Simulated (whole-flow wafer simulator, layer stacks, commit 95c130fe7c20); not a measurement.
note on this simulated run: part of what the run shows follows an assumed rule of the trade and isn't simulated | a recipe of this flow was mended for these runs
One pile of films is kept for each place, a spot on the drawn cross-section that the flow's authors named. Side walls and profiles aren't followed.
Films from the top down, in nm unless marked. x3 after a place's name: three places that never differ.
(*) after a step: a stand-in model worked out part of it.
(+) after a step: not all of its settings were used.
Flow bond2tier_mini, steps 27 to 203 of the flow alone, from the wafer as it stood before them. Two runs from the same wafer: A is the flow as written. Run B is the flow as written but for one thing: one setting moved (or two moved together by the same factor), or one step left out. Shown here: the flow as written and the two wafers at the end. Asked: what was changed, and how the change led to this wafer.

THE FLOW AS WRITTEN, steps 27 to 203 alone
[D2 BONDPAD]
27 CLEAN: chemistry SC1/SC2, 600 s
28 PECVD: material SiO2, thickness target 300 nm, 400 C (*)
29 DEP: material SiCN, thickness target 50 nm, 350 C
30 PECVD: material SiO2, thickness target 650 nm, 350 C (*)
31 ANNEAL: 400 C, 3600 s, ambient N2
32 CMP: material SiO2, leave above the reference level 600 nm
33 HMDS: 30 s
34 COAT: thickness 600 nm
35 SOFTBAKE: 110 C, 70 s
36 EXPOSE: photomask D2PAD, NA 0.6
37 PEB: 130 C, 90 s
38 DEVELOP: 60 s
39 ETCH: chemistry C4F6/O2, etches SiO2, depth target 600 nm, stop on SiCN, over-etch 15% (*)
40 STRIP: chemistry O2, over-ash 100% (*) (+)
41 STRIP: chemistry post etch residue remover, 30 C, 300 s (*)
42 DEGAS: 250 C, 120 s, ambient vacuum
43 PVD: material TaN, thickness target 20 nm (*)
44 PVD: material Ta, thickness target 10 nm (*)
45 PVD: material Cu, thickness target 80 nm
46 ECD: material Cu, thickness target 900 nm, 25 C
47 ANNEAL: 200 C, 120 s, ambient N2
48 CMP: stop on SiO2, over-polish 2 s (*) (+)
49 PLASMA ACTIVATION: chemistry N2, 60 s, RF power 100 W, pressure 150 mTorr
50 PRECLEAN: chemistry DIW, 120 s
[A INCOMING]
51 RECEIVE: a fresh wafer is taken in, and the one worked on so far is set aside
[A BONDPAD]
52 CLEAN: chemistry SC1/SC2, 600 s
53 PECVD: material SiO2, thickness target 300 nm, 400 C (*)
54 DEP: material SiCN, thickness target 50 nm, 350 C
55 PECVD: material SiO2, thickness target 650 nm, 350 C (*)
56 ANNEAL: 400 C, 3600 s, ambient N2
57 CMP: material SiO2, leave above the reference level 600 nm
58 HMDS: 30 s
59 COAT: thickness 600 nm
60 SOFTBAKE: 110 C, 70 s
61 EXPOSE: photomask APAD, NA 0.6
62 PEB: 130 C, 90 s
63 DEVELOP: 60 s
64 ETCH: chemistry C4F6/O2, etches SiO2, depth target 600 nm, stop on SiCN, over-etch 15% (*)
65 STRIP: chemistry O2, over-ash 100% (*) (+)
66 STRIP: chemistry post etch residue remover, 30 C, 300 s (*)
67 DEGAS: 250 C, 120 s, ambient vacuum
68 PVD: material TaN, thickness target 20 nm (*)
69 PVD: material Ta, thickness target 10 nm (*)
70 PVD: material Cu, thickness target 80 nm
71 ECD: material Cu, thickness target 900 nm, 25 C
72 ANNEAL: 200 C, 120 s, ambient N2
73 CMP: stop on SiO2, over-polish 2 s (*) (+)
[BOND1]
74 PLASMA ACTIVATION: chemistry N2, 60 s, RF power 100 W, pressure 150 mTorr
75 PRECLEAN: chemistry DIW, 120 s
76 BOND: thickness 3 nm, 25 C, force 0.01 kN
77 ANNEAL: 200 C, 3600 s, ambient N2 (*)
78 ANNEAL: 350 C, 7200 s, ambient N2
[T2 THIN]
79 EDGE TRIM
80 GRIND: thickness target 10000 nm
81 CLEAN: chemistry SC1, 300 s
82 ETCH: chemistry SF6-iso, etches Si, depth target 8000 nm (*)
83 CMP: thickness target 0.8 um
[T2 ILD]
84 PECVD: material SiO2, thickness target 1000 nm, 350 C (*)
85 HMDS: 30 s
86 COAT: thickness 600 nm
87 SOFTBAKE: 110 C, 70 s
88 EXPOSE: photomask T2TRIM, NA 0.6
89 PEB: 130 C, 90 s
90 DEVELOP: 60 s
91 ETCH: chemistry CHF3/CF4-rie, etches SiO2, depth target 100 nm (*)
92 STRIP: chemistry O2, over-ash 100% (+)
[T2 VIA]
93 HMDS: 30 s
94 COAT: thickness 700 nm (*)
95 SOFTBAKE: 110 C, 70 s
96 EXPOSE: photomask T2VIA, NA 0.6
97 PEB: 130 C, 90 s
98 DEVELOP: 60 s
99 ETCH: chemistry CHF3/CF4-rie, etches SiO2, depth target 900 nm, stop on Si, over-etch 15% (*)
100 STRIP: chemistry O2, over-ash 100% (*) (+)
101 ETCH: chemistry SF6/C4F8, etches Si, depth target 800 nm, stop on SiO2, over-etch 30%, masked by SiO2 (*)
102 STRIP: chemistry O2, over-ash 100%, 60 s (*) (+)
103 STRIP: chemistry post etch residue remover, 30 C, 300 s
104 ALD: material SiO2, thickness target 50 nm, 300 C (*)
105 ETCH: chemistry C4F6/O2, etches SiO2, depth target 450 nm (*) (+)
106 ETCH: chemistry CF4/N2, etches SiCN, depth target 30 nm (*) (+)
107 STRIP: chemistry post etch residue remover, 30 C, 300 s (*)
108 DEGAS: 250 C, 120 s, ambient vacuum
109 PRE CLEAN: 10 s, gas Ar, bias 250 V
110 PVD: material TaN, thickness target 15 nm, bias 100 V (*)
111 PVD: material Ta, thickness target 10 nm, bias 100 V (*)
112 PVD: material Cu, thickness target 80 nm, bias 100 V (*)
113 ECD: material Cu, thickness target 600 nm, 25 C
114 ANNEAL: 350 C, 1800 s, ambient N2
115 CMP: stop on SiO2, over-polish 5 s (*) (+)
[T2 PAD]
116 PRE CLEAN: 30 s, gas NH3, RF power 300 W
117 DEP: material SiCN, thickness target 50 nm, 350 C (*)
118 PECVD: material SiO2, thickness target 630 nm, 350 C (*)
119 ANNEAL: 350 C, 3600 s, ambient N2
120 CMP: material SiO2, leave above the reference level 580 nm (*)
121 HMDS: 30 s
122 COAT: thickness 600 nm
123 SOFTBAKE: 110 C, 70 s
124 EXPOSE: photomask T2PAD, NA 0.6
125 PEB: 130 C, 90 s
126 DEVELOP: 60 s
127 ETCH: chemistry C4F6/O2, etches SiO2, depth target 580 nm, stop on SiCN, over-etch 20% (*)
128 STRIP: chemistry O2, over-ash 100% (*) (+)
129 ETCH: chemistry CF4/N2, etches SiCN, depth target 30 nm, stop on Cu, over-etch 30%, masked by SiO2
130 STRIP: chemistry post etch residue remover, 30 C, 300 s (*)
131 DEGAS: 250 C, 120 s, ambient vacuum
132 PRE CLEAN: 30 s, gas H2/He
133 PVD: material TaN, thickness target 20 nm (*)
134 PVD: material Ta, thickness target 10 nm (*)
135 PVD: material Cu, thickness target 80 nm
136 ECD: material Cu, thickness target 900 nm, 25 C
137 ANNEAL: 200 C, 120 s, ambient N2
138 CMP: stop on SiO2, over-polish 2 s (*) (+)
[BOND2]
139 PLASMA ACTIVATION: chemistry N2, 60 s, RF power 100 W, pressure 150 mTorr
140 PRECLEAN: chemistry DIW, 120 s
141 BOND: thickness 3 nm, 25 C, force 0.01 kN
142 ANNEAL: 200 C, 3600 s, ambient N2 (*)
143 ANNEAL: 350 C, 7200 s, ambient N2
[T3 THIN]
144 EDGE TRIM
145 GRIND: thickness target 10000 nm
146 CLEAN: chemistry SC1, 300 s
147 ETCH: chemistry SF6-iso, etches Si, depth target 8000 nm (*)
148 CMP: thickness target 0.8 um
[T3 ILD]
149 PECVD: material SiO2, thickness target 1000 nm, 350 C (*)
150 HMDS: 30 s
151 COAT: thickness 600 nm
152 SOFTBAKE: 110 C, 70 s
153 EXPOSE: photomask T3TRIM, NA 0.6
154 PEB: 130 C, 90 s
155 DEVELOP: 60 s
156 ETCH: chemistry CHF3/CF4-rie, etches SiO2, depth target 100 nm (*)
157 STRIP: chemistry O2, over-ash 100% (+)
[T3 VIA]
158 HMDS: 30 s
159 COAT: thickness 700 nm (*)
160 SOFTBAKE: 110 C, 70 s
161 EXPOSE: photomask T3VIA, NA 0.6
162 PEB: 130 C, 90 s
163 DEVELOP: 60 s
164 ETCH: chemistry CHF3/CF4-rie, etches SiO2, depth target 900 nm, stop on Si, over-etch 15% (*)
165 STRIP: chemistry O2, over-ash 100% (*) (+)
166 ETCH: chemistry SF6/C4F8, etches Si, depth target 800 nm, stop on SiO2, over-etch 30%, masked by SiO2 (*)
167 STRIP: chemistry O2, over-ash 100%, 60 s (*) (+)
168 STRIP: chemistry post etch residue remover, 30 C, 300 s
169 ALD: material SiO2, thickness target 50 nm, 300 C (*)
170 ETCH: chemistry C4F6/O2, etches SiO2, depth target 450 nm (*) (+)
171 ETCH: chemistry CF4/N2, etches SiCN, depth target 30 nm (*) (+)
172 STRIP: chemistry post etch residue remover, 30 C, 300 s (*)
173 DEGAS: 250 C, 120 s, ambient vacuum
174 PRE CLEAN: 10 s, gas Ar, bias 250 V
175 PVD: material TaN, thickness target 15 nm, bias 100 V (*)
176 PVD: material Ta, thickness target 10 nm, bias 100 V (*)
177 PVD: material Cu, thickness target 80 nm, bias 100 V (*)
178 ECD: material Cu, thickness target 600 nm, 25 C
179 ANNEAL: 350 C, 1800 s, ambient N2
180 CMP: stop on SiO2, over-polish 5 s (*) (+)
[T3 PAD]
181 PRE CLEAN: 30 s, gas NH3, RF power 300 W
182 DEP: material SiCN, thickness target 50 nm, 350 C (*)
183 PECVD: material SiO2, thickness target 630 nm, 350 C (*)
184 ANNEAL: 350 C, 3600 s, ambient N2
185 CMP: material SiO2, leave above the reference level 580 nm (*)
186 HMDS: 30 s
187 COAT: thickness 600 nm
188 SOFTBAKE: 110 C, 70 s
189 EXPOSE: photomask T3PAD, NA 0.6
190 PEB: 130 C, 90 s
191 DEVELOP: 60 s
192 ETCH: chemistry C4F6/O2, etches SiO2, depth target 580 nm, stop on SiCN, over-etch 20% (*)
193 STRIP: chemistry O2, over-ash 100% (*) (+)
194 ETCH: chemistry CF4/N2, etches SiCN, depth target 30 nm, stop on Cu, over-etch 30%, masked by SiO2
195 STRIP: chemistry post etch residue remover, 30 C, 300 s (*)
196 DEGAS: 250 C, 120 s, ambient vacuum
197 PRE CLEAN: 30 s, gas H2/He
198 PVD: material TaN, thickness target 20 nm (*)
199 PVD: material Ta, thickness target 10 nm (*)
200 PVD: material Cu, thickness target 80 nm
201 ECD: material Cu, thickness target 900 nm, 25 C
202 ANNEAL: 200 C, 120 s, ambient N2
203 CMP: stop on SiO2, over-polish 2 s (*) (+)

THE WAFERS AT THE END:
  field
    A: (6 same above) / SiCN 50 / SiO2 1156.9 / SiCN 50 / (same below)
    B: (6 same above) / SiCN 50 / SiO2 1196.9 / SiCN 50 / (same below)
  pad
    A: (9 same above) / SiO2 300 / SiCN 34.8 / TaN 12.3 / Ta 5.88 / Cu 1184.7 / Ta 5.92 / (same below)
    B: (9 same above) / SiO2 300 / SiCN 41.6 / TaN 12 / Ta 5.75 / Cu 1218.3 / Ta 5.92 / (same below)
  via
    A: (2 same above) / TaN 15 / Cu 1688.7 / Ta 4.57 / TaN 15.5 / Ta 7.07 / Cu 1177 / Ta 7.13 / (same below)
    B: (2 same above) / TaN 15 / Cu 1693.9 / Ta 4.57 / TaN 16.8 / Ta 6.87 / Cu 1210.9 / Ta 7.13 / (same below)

The cause: step 32, CMP: leave above the reference level 640 nm was run, where the flow has leave above the reference level 600 nm.

How the change led to this, step by step:
  32 CMP: material SiO2, leave above the reference level 600 nm
      field, pad, via: A SiO2 -50 | B SiO2 -10
  39 ETCH: chemistry C4F6/O2, etches SiO2, depth target 600 nm, stop on SiCN, over-etch 15% (*)
      pad, via: A SiO2 -600 (all of it), SiCN -15.2 | B SiO2 -640 (all of it), SiCN -8.43
  45 PVD: material Cu, thickness target 80 nm
      pad: A Cu +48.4 (new film) | B Cu +47.3 (new film)
      via: A Cu +59 (new film) | B Cu +57.4 (new film)
  46 ECD: material Cu, thickness target 900 nm, 25 C
      pad: A Cu +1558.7 | B Cu +1593.4
      via: A Cu +1544.3 | B Cu +1579.7
  141 BOND: thickness 3 nm, 25 C, force 0.01 kN
      field: A Si +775 um (new film), chemical SiO2 +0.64 (new film), SiO2 +300 (new film), SiCN +50 (new film), SiO2 +600 | B Si +775 um (new film), chemical SiO2 +0.64 (new film), SiO2 +300 (new film), SiCN +50 (new film), SiO2 +640
      pad: A Si +775 um (new film), chemical SiO2 +0.64 (new film), SiO2 +300 (new film), SiCN +34.8 (new film), TaN +12.3 (new film), Ta +5.88 (new film), Cu +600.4 | B Si +775 um (new film), chemical SiO2 +0.64 (new film), SiO2 +300 (new film), SiCN +41.6 (new film), TaN +12 (new film), Ta +5.75 (new film), Cu +634
      (and at 1 more place)
  171 ETCH: chemistry CF4/N2, etches SiCN, depth target 30 nm (*) (+)
      via: A SiCN -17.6 (all of it), TaN -3.01 | B SiCN -24.4 (all of it), TaN -1.37
